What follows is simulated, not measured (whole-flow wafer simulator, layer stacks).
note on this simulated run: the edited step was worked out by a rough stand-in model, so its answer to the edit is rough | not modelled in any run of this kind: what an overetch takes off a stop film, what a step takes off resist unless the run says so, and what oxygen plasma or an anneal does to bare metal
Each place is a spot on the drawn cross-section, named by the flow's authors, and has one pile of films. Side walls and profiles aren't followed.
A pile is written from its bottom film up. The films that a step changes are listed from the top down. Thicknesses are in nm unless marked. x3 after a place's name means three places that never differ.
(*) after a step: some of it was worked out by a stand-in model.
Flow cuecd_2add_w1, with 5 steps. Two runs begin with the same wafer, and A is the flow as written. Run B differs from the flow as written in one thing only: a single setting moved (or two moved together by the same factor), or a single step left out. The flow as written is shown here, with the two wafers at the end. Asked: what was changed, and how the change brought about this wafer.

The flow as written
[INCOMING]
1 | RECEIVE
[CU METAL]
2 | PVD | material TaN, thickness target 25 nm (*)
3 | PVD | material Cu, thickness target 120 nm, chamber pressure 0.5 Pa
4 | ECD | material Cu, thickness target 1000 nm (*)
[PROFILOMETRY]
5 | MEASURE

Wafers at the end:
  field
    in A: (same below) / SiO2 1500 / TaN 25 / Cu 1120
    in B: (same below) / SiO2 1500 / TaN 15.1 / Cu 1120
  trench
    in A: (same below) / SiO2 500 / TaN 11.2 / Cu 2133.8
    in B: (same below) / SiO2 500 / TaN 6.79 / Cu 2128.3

Cause: step 2, PVD: thickness target 15.1 nm was run, though the flow has thickness target 25 nm.
The wafer itself shows it: field has TaN 15.1, and step 2 as written asks for 25 nm.

The path from the change to this, step by step:
  2 | PVD | material TaN, thickness target 25 nm (*)
      field: A +25 TaN (new film) | B +15.1 TaN (new film)
      trench: A +11.2 TaN (new film) | B +6.79 TaN (new film)
